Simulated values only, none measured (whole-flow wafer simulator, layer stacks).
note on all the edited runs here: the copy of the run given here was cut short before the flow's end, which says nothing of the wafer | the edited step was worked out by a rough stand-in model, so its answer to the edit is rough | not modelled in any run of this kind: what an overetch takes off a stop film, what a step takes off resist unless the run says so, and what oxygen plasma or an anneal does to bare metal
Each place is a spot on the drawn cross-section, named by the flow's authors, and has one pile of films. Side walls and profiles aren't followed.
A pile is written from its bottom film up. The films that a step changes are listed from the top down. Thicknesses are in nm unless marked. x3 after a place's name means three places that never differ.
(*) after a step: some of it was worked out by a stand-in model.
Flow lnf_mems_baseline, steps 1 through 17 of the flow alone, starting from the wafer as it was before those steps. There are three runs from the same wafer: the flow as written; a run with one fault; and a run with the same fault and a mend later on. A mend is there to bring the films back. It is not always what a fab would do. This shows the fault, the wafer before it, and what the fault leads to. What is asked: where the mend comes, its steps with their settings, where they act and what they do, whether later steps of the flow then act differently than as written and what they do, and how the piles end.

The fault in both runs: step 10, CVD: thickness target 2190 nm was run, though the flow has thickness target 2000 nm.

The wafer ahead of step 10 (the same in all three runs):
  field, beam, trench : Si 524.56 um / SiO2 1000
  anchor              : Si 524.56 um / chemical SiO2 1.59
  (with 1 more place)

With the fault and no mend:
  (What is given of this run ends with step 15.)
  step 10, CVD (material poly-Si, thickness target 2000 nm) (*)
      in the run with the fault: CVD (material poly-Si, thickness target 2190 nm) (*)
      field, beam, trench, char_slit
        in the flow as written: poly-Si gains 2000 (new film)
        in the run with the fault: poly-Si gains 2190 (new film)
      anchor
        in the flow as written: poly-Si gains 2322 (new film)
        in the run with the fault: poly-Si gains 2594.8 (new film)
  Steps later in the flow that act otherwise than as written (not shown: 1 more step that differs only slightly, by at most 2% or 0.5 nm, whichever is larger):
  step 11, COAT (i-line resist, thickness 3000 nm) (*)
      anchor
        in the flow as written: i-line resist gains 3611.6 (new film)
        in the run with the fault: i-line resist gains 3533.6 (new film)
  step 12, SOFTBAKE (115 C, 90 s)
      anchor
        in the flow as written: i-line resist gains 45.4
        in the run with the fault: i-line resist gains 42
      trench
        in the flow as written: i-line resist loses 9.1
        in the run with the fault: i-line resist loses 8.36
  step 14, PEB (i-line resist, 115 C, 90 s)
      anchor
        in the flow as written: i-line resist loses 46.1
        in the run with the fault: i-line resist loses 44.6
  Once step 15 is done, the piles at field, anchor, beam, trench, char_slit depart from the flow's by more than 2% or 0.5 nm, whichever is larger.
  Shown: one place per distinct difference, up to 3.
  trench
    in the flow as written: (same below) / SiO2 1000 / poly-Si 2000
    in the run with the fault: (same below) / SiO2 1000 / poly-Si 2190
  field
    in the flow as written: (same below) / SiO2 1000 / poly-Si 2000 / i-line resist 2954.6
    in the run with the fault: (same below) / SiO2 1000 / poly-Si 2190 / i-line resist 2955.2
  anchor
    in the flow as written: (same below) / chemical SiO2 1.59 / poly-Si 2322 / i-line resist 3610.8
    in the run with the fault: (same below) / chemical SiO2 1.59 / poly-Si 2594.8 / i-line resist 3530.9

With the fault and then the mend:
  After step 10 comes the mend.
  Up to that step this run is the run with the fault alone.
  step 10a, ETCH (chemistry tmah, depth target 2939 nm)
      field, beam, trench, char_slit
        poly-Si loses 2190 (all of it)
      anchor
        poly-Si loses 2594.8 (all of it)
  step 10b, CLEAN (chemistry SC1/SC2) (a further turn of the flow's step 1)
      does not change any film at any place that is followed
  step 10c, CVD (material poly-Si, thickness target 2000 nm) (*) (a further turn of the flow's step 10)
      field, beam, trench, char_slit
        poly-Si gains 2000 (new film)
      anchor
        poly-Si gains 2322 (new film)
  Later steps of the flow that are run all act as written at every place that is followed.
  At every place that both follow, the piles at the end match the flow's.
